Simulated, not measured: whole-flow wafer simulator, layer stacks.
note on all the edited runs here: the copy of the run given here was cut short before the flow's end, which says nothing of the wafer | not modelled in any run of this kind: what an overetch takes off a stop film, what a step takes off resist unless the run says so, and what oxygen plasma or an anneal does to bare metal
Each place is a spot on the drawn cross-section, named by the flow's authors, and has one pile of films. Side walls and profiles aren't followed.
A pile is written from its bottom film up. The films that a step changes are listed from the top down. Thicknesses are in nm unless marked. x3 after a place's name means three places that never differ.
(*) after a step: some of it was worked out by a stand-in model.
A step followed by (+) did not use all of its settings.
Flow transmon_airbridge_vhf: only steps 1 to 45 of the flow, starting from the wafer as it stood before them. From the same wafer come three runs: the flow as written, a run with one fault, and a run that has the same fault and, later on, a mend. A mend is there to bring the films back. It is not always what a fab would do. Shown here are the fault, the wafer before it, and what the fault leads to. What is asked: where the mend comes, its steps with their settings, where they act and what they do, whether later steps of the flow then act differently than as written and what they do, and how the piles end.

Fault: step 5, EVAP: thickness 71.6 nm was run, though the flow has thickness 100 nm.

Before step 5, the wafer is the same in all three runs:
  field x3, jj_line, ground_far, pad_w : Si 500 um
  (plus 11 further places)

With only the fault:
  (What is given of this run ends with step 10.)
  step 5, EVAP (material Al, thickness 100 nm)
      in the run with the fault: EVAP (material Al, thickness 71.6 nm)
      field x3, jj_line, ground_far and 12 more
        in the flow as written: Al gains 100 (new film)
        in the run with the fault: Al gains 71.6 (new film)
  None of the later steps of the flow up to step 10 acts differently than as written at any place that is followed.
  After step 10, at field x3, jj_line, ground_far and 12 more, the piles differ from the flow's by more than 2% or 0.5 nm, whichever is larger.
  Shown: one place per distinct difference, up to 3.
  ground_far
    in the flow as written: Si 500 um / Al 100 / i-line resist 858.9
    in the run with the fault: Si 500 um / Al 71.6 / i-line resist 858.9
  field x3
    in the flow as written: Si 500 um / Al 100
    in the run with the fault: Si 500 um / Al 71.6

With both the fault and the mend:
  The mend stands after step 10.
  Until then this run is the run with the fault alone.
  step 10a, STRIP (i-line resist, 80 C, 600 s) (+)
      ground_far, pad_w, flank_w and 8 more
        i-line resist loses 858.9 (all of it)
  step 10b, EVAP (material Al, thickness 28.4 nm) (a further turn of the flow's step 5, with different settings)
      field x3, jj_line, ground_far and 12 more
        Al gains 28.4
  step 10c, COAT (i-line resist, thickness 900 nm) (a further turn of the flow's step 6)
      field x3, jj_line, ground_far and 12 more
        i-line resist gains 900 (new film)
  step 10d, SOFTBAKE (i-line resist, 90 C, 90 s) (a further turn of the flow's step 7)
      alters no film at any place that is followed
  step 10e, EXPOSE (i-line resist, thickness 900 nm, photomask AB CPW, dose 155.4 mJ/cm2, NA 0.45, wavelength 365 nm) (*) (a further turn of the flow's step 8)
      alters no film at any place that is followed
  step 10f, PEB (i-line resist, 110 C, 60 s) (a further turn of the flow's step 9)
      field x3, jj_line, ground_far and 12 more
        i-line resist loses 41
  step 10g, DEVELOP (i-line resist, thickness 900 nm, developer developer-B, 60 s) (a further turn of the flow's step 10)
      ground_far, pad_w, flank_w and 8 more
        i-line resist loses 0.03
      field x3, jj_line, gap_w, gap_e
        i-line resist loses 859 (all of it)
  None of the later steps of the flow acts differently than as written at any place that is followed.
  The piles end the same as the flow's at every place that both follow.
